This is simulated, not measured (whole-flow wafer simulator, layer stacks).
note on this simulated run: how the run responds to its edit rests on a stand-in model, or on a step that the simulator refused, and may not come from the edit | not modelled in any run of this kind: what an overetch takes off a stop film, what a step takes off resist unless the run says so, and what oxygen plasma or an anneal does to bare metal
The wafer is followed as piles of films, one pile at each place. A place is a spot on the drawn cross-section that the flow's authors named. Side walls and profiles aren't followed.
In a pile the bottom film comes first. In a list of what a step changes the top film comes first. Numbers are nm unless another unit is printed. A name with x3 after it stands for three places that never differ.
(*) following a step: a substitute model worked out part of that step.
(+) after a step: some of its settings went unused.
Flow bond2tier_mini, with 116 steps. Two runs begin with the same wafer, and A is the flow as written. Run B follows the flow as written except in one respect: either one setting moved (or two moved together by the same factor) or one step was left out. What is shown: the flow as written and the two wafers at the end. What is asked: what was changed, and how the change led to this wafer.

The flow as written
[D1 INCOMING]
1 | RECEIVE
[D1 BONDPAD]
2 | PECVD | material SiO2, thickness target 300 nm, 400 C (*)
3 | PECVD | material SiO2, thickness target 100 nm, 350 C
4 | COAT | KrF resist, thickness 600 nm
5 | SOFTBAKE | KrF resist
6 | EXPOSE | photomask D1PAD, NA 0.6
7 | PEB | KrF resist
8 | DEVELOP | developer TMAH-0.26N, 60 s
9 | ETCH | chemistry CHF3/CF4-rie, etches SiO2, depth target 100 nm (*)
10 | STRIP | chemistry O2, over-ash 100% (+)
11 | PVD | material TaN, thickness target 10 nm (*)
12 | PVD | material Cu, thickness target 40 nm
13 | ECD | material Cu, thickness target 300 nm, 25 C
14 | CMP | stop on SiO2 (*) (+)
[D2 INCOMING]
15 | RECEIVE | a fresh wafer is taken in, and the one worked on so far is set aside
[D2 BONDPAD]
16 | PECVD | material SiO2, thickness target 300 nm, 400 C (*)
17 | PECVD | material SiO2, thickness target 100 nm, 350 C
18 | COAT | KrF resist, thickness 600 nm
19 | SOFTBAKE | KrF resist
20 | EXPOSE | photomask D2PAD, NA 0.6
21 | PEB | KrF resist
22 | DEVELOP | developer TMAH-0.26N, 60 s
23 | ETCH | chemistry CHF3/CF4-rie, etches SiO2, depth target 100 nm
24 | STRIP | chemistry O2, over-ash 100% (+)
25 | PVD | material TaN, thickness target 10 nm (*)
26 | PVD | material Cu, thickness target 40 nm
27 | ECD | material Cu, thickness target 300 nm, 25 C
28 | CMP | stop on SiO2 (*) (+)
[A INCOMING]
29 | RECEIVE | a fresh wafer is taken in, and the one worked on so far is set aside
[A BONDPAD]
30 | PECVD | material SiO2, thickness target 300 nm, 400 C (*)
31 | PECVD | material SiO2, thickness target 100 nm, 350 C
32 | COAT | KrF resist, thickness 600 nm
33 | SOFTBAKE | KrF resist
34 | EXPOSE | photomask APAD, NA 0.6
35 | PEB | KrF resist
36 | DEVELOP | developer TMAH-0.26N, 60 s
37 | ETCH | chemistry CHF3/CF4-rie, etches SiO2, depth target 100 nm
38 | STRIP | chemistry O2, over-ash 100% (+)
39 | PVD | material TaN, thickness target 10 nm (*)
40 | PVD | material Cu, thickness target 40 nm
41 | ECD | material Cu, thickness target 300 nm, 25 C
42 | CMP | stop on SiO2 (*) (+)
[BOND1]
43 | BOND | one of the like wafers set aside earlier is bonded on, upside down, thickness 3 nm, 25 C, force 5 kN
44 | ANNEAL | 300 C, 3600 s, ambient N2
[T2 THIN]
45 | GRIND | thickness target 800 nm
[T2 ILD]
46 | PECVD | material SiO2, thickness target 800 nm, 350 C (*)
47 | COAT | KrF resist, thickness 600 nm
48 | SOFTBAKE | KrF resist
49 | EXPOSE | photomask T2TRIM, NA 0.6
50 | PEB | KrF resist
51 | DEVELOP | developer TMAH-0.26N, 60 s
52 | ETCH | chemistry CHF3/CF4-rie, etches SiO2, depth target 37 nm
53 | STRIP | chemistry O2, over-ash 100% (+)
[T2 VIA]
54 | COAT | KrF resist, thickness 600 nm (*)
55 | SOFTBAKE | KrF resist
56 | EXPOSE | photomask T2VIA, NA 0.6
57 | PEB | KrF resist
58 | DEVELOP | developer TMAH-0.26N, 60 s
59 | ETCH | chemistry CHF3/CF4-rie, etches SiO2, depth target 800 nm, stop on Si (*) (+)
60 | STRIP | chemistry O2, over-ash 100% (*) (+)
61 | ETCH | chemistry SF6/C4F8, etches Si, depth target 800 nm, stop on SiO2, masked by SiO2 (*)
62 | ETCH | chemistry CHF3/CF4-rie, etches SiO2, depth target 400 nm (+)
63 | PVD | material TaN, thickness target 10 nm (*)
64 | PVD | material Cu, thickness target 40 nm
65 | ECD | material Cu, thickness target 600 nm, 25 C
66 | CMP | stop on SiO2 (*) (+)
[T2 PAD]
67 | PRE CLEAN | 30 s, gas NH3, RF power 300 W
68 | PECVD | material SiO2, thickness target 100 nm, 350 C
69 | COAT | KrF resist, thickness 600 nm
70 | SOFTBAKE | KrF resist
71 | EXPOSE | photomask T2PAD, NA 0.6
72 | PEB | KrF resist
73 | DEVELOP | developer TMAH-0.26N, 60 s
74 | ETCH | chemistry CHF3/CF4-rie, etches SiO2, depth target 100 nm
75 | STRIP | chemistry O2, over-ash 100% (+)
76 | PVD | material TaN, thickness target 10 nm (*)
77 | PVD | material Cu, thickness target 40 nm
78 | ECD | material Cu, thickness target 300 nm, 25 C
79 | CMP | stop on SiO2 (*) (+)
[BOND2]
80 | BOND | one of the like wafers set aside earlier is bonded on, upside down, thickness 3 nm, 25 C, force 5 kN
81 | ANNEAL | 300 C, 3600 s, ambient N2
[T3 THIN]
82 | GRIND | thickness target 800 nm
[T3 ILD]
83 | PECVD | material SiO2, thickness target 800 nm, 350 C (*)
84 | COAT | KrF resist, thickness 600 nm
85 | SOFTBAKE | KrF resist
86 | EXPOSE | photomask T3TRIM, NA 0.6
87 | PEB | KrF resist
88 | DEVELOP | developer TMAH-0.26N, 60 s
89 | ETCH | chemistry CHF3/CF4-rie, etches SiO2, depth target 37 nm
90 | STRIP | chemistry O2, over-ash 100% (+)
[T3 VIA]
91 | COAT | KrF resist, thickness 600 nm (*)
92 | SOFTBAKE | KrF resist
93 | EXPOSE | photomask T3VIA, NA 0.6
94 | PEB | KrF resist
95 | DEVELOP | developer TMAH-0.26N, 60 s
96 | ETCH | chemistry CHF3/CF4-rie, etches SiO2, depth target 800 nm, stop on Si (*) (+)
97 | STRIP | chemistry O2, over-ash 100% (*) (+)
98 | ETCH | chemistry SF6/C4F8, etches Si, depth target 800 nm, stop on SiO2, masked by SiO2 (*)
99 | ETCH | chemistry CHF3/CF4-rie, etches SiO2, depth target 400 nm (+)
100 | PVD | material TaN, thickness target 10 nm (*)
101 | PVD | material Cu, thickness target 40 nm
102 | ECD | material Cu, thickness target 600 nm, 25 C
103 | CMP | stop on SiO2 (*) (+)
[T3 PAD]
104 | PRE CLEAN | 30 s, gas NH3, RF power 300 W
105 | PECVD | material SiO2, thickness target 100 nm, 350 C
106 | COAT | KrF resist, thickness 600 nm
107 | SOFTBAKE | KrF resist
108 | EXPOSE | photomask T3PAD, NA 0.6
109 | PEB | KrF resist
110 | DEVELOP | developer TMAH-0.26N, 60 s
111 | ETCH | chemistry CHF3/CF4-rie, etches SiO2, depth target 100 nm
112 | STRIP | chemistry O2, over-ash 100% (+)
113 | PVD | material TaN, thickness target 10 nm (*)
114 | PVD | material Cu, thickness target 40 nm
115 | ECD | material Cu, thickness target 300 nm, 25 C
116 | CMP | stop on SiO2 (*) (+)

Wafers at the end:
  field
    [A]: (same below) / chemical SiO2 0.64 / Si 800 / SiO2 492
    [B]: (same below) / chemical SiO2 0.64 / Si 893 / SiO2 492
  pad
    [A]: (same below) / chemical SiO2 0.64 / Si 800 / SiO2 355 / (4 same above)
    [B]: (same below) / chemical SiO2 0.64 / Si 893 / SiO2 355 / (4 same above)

What caused this: step 82, GRIND: thickness target 893 nm was run, whereas the flow has thickness target 800 nm.
One can read it off the wafer: field has Si 893, and step 82 as written asks for 800 nm.

How this came from the change, step by step:
  82 | GRIND | thickness target 800 nm
      field, pad: A -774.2 um Si | B -774.11 um Si
